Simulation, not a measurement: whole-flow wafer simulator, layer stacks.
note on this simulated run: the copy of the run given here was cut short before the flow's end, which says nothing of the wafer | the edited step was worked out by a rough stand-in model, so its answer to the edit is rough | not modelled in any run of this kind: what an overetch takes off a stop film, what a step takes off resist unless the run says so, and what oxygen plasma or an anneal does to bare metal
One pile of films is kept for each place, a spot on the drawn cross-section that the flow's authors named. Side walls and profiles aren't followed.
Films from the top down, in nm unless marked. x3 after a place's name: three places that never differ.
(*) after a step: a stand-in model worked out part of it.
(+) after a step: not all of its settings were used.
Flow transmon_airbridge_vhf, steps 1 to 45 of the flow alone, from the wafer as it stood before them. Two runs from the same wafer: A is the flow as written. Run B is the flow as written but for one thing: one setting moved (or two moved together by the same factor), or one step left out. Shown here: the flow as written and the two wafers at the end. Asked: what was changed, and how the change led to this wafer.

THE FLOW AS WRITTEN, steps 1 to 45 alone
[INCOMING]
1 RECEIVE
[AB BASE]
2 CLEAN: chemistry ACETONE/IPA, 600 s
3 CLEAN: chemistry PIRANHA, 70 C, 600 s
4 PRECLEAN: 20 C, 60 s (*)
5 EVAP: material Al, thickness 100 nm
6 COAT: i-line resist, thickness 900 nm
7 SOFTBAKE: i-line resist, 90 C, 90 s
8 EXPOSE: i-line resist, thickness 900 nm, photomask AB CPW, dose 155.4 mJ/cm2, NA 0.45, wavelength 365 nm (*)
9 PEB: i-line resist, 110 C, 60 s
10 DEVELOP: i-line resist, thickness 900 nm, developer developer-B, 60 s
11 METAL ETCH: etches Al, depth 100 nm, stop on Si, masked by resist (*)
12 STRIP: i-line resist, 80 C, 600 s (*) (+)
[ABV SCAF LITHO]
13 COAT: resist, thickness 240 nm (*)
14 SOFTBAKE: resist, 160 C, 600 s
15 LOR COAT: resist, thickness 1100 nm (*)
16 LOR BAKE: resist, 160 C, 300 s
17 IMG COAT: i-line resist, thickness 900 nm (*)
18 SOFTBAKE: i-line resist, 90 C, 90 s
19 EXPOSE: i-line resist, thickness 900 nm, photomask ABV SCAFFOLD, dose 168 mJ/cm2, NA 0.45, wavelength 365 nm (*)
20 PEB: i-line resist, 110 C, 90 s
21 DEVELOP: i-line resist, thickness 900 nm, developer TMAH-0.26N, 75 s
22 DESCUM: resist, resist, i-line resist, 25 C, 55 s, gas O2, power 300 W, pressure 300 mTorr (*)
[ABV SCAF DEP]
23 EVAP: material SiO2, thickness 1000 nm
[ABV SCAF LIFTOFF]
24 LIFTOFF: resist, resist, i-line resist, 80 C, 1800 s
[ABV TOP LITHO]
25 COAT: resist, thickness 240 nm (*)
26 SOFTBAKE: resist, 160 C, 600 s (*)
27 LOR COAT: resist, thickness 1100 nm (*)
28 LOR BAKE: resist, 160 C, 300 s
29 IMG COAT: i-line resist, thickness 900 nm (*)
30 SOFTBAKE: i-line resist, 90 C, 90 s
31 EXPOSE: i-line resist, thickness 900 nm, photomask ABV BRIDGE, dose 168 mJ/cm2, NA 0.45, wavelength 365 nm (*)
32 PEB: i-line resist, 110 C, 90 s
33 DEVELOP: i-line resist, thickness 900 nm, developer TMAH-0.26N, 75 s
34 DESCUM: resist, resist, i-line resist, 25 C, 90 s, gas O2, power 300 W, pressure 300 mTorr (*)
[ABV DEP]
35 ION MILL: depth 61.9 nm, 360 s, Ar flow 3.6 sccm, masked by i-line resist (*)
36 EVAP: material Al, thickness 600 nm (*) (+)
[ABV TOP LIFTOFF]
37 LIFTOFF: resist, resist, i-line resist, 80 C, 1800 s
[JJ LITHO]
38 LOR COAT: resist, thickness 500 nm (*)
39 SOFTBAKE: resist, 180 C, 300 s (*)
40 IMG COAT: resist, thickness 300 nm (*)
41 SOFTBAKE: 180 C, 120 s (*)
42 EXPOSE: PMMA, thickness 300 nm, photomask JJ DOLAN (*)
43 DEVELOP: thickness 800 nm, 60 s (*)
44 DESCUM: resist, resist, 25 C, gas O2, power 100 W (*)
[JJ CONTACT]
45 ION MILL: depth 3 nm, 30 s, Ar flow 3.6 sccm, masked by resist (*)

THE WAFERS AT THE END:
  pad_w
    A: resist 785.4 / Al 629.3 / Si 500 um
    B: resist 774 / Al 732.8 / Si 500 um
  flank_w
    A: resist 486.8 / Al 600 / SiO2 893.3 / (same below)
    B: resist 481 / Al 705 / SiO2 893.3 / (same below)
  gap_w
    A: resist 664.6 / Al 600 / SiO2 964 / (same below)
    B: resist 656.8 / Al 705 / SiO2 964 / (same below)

The cause: step 36, EVAP: thickness 705 nm was run, where the flow has thickness 600 nm.
It can be read off the wafer: flank_w has Al 705, and step 36 as written asks for 600 nm.

How the change led to this, step by step:
  36 EVAP: material Al, thickness 600 nm (*) (+)
      field x3, jj_line, ground_far and 10 more: A Al +600 (new film) | B Al +705 (new film)
      pad_w, pad_e: A Al +591.2 | B Al +694.7
  37 LIFTOFF: resist, resist, i-line resist, 80 C, 1800 s
      field x3, jj_line, trace_open_s x2: A Al -600 (all of it), i-line resist -600 (all of it), resist -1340 (all of it) | B Al -705 (all of it), i-line resist -600 (all of it), resist -1340 (all of it)
      margin_s, margin_n: A Al -600 (all of it), i-line resist -318.3 (all of it), resist -992 (all of it) | B Al -705 (all of it), i-line resist -318.3 (all of it), resist -992 (all of it)
      (and at 1 more place)
  38 LOR COAT: resist, thickness 500 nm (*)
      bridge_strip: A resist +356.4 (new film) | B resist +346.6 (new film)
  40 IMG COAT: resist, thickness 300 nm (*)
      bridge_strip: A resist +197.1 | B resist +190.8
